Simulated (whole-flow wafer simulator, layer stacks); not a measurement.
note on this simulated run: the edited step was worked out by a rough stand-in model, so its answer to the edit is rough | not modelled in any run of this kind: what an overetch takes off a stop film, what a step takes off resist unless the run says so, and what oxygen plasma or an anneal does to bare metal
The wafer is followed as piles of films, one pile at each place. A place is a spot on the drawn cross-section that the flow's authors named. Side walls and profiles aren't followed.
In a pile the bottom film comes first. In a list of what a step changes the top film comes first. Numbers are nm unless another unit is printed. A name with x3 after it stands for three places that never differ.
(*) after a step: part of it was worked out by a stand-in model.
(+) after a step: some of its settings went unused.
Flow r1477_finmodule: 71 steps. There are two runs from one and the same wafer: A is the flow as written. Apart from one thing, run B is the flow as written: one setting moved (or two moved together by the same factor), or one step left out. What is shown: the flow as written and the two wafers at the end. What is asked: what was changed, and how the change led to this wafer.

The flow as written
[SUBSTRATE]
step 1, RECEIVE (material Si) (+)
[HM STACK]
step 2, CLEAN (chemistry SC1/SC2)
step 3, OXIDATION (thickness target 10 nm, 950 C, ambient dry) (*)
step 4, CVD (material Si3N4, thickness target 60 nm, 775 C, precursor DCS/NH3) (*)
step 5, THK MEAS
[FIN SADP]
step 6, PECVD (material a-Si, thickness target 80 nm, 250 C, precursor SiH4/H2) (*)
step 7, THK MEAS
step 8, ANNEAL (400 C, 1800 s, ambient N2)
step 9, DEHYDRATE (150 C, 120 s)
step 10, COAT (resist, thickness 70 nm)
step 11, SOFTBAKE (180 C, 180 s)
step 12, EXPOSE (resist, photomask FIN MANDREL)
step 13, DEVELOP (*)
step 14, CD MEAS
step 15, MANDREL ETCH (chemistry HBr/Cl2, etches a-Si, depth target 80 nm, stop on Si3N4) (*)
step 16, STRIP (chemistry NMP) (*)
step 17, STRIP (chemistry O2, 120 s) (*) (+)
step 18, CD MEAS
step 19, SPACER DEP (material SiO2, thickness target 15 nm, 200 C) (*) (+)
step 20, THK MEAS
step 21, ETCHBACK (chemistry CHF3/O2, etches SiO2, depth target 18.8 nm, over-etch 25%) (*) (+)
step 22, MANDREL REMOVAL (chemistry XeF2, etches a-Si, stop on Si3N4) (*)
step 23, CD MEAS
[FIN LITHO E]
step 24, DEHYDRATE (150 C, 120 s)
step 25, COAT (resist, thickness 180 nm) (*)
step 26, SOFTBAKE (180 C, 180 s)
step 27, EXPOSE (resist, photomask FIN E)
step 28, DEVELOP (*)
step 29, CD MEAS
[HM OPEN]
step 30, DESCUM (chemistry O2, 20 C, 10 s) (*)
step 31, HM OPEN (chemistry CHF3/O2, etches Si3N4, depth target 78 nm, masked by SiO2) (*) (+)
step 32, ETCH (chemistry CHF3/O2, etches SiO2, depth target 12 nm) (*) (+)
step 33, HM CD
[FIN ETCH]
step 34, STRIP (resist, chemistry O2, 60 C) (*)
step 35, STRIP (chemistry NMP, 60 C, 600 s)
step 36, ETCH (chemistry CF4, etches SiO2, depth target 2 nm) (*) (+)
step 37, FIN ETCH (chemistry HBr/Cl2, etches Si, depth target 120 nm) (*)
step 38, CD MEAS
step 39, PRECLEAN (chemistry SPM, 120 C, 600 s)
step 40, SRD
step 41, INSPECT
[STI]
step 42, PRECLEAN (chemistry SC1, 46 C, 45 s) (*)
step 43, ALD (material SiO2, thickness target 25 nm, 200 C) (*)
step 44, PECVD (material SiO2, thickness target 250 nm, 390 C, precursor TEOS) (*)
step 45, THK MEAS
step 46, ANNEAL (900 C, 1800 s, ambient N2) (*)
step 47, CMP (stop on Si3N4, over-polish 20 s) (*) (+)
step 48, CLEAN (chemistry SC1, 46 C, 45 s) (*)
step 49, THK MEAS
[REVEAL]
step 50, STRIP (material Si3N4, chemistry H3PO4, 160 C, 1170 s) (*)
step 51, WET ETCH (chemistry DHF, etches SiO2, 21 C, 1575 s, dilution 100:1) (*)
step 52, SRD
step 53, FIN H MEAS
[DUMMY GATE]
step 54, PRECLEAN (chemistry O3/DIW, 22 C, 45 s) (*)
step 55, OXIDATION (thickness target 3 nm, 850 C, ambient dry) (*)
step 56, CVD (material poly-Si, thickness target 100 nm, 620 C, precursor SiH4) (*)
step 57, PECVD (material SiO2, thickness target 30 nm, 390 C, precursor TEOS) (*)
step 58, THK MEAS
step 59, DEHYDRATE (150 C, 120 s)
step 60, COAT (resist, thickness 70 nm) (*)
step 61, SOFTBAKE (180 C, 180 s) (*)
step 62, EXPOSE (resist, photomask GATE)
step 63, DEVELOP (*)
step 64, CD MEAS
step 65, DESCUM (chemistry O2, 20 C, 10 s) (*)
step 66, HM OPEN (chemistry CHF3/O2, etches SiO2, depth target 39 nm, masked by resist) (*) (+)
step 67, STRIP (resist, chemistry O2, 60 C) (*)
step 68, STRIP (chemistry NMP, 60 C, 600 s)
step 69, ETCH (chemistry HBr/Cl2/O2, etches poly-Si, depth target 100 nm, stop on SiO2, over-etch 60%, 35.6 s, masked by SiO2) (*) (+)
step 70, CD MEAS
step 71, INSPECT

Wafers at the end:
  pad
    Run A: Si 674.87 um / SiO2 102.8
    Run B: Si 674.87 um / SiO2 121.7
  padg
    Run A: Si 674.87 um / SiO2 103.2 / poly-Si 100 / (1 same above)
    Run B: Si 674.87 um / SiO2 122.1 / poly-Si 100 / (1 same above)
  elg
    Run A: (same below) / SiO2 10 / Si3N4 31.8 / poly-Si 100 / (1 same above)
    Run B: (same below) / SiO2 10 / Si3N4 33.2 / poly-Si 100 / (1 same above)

The reason: step 51, WET ETCH: 1228 s was run, while the flow as written has 1575 s.

How this came from the change, step by step:
  step 51, WET ETCH (chemistry DHF, etches SiO2, 21 C, 1575 s, dilution 100:1) (*)
      pad, padg, e40sg and 12 more: A -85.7 SiO2 | B -66.8 SiO2
      elg, e40lg, e100lg, e200lg, elo, e40lo, e100lo, e200lo: A -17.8 SiO2 (all of it), -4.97 Si3N4 | B -17.8 SiO2 (all of it), -3.56 Si3N4
      (also at 7 further places)
  step 56, CVD (material poly-Si, thickness target 100 nm, 620 C, precursor SiH4) (*)
      s40cg, s40co: A +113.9 poly-Si (new film) | B +100 poly-Si (new film)
      s45cg, s45co: A +113.4 poly-Si (new film) | B +100 poly-Si (new film)
      (also at 3 further places)
  step 60, COAT (resist, thickness 70 nm) (*)
      e40sg, eso, e40so: A +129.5 resist (new film) | B +112.9 resist (new film)
      e100sg, e100so: A +129.4 resist (new film) | B +112.9 resist (new film)
      (also at 18 further places)
  step 63, DEVELOP (*)
      eso, e40so: A -129.5 resist (all of it) | B -112.9 resist (all of it)
      e100so: A -129.4 resist (all of it) | B -112.9 resist (all of it)
      (also at 9 further places)
  step 67, STRIP (resist, chemistry O2, 60 C) (*)
      e40lg, e100lg, e200lg: A -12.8 resist (all of it) | B -13.6 resist (all of it)
      e40sg: A -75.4 resist (all of it) | B -58.8 resist (all of it)
      (also at 11 further places)
  step 69, ETCH (chemistry HBr/Cl2/O2, etches poly-Si, depth target 100 nm, stop on SiO2, over-etch 60%, 35.6 s, masked by SiO2) (*) (+)
      s40co: A -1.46 chemical SiO2 (all of it), -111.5 poly-Si (all of it), -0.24 SiO2 | B -1.37 chemical SiO2 (all of it), -97.6 poly-Si (all of it), -0.42 SiO2
      s45co: A -1.46 chemical SiO2 (all of it), -110.9 poly-Si (all of it), -0.25 SiO2 | B -1.37 chemical SiO2 (all of it), -97.6 poly-Si (all of it), -0.42 SiO2
      (also at 1 further place)
